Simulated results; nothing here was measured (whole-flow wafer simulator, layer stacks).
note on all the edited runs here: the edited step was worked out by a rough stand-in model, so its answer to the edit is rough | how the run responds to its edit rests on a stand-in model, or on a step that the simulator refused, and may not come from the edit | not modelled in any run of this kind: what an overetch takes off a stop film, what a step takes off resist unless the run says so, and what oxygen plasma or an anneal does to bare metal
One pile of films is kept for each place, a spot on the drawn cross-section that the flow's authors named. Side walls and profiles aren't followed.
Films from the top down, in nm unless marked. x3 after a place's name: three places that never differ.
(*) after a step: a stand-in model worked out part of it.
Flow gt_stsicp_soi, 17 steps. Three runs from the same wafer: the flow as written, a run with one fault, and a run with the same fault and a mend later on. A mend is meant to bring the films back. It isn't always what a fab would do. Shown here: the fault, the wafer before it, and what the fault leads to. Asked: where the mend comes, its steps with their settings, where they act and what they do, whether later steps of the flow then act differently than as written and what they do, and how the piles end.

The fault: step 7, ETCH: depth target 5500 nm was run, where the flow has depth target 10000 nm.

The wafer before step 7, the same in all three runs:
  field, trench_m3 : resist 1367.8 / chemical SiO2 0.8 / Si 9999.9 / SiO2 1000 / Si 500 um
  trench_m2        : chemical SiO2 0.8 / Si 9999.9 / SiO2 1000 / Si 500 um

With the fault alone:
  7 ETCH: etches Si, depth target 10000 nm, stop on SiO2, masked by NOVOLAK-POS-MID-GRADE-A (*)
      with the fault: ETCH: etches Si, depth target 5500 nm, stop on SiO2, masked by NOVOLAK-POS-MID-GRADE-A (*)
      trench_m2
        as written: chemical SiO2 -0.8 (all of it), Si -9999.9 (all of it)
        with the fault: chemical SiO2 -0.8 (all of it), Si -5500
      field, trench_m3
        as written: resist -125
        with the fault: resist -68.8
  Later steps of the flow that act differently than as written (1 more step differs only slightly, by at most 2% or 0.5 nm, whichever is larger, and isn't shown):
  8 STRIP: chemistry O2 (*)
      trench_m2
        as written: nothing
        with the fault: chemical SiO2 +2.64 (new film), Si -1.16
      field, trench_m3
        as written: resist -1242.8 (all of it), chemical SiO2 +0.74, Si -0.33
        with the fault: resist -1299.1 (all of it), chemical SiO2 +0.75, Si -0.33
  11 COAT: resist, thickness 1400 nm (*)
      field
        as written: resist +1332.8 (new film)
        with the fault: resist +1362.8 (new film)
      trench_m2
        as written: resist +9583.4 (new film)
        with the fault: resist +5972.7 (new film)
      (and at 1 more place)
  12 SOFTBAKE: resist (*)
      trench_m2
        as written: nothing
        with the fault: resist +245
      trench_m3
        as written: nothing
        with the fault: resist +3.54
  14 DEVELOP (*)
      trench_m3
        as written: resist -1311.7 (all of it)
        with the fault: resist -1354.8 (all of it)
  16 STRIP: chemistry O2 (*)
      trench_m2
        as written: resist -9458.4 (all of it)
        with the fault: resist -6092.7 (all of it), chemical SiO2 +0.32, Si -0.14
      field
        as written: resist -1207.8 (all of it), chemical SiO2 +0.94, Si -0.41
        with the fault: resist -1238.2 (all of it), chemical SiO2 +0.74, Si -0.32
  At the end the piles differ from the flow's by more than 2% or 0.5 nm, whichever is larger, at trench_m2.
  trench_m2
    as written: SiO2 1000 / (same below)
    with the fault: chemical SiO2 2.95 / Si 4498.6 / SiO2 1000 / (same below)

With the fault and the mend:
  The mend comes after step 7.
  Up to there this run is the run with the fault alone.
  7a ETCH: etches Si, depth target 4500 nm, stop on SiO2, masked by NOVOLAK-POS-MID-GRADE-A (*) (the flow's step 7 once more, with other settings)
      field, trench_m3
        resist -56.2
      trench_m2
        Si -4499.9 (all of it)
  No later step of the flow acts differently than as written at any place that is followed.
  At the end the piles are the same as the flow's at every place that both follow.
